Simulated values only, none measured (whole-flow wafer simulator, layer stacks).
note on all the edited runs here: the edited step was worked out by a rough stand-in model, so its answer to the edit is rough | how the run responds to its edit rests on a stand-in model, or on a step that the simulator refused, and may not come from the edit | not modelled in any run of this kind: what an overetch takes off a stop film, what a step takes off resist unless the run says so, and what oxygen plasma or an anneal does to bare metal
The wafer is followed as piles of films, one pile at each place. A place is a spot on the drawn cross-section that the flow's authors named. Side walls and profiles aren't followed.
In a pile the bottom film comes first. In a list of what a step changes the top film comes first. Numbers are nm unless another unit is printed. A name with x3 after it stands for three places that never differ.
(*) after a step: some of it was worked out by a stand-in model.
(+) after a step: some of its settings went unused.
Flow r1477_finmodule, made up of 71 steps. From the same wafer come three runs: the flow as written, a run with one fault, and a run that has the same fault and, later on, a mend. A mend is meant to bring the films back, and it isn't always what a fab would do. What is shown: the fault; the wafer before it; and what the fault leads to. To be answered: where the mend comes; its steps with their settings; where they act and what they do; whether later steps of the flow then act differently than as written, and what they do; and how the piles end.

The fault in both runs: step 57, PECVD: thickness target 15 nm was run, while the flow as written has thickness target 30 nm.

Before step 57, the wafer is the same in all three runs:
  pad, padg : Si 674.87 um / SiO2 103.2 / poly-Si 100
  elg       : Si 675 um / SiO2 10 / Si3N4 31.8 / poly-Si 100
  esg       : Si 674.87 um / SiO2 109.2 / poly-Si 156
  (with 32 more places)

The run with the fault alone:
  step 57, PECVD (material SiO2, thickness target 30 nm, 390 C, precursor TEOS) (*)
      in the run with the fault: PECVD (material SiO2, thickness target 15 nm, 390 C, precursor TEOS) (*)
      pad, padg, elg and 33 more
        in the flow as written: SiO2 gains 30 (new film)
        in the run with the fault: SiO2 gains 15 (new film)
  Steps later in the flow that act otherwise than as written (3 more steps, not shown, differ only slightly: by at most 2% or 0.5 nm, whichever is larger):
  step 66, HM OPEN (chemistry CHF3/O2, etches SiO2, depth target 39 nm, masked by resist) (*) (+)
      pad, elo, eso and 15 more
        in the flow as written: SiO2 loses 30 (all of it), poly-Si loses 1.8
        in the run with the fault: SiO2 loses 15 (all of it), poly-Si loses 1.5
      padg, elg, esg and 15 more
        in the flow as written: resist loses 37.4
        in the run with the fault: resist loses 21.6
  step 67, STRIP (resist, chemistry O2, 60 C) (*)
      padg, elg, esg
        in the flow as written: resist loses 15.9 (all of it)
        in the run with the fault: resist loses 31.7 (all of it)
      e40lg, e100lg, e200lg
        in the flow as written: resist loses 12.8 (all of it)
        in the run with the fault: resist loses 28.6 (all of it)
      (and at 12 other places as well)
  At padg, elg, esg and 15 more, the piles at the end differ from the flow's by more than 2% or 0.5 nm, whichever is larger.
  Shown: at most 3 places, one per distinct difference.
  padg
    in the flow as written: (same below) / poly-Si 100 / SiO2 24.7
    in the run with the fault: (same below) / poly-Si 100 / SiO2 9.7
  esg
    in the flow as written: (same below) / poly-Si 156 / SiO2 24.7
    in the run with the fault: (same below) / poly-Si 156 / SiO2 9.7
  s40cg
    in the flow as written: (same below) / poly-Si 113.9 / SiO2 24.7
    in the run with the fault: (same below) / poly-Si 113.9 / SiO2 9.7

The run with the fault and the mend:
  The mend stands after step 58.
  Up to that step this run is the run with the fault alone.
  step 58a, PECVD (material SiO2, thickness target 15 nm, 390 C, precursor TEOS) (*) (a further turn of the flow's step 57, with different settings)
      pad, padg, elg and 33 more
        SiO2 gains 15
  None of the later steps of the flow acts differently than as written at any place that is followed.
  The piles end the same as the flow's at every place that both follow.
